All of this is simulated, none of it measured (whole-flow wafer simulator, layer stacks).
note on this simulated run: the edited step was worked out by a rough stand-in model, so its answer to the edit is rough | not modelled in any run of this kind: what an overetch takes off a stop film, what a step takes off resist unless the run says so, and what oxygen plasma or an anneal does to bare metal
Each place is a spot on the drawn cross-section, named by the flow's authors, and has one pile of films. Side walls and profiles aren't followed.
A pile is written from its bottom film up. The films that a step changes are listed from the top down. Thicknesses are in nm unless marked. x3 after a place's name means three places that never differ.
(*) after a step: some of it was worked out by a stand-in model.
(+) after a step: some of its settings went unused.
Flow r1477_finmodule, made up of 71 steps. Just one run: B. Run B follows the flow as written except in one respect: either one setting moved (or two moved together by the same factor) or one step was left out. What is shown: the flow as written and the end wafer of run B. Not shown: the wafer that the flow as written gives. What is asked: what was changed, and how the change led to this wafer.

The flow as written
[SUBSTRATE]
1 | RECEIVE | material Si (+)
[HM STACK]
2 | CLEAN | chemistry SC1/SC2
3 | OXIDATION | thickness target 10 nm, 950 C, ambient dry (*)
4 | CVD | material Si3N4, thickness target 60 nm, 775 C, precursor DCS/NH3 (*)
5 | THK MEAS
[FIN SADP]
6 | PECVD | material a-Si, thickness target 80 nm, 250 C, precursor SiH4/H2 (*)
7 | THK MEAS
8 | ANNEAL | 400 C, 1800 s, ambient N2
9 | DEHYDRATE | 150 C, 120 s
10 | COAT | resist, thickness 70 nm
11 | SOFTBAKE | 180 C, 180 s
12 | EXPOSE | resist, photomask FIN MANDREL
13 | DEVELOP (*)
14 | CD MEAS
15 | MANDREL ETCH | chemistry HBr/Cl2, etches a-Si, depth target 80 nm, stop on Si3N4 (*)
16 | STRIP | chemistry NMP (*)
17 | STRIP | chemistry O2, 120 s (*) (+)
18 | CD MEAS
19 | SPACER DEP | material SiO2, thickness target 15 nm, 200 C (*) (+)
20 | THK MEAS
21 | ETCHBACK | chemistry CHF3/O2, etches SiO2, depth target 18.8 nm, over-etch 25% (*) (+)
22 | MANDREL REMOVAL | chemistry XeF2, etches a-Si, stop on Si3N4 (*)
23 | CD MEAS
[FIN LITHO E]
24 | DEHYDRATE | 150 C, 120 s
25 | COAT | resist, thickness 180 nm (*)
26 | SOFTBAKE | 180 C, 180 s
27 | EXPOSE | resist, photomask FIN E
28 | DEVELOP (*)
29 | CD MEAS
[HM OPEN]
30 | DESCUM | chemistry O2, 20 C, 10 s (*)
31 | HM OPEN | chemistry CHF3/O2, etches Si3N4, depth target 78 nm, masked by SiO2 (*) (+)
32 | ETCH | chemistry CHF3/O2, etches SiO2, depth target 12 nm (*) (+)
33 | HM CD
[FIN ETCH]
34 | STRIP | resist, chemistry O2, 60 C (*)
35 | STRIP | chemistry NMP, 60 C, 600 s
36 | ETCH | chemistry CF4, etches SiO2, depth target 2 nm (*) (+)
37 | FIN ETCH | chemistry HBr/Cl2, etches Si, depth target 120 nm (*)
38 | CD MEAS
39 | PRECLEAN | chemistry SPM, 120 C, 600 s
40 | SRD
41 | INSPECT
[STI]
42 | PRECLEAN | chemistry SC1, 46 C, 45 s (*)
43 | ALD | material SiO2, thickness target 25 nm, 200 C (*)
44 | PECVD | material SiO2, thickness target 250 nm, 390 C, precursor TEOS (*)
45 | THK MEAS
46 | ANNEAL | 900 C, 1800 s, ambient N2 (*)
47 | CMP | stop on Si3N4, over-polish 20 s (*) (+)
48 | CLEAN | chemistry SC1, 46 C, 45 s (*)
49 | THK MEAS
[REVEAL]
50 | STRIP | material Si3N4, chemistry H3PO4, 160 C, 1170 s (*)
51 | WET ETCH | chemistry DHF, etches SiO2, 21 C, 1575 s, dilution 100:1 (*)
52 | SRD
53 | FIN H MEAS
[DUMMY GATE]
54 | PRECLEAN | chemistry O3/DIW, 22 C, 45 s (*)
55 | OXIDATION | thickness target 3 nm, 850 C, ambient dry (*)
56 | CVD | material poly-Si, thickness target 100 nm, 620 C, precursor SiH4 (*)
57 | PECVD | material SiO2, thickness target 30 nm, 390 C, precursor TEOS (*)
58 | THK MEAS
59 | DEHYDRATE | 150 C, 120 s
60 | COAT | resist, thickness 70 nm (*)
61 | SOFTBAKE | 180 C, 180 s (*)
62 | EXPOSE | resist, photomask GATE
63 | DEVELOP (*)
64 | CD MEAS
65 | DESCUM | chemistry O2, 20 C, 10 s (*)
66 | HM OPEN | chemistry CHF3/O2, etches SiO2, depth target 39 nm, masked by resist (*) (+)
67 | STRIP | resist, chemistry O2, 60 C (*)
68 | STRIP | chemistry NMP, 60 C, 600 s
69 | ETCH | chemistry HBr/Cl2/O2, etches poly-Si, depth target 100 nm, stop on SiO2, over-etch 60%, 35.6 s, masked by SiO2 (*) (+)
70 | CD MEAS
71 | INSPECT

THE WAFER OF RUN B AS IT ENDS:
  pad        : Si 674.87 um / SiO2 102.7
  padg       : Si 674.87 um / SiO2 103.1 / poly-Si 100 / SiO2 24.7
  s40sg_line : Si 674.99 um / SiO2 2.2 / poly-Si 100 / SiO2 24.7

The reason: step 55, OXIDATION: thickness target 2.2 nm was run, though the flow has thickness target 3 nm.
The wafer itself shows it: s40sg_line has SiO2 2.2, and step 55 as written asks for 3 nm.

How this came from the change, step by step:
  55 | OXIDATION | thickness target 3 nm, 850 C, ambient dry (*)
      s40sg_line, s45sg_line, s50sg_line, s40so_line, s45so_line, s50so_line: +2.2 SiO2 (new film), -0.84 chemical SiO2 (all of it), -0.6 Si (as written it would have been: +3 SiO2 (new film), -0.84 chemical SiO2 (all of it), -0.95 Si)
